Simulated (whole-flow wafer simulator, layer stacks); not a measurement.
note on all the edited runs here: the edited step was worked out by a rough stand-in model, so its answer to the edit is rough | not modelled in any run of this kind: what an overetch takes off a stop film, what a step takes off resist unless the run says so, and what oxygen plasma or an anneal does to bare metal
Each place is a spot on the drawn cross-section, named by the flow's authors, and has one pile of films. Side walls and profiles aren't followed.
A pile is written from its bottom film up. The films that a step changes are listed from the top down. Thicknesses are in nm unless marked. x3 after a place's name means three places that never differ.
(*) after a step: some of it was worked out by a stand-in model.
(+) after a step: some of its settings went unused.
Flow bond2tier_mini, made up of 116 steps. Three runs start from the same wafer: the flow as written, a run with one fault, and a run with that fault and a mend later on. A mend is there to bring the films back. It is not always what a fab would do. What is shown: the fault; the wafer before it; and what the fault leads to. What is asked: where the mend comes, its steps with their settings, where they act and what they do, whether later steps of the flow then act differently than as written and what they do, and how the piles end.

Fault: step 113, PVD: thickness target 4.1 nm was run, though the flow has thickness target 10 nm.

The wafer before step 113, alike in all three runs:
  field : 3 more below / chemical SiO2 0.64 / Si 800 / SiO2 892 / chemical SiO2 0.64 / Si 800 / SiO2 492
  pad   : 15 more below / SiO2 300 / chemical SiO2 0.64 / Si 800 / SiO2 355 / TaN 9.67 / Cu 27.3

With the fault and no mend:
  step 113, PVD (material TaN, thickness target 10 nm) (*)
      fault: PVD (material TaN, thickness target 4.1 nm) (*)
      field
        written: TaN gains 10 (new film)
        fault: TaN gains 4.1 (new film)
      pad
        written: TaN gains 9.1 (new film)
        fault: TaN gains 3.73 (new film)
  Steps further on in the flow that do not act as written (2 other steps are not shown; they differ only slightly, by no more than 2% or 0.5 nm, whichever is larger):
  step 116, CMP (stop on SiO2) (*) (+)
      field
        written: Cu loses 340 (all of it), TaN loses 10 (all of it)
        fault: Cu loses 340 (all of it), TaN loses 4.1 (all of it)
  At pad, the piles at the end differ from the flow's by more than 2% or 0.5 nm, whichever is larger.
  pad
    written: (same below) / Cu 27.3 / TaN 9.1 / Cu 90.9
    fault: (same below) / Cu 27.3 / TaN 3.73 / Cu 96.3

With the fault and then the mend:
  The mend follows step 113.
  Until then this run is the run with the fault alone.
  step 113a, PVD (material TaN, thickness target 5.9 nm) (*) (the flow's step 113 again, with other settings)
      field
        TaN gains 5.9
      pad
        TaN gains 5.37
  Every later step of the flow that is run acts as written at every place that is followed.
  The piles end the same as the flow's at every place that both follow.
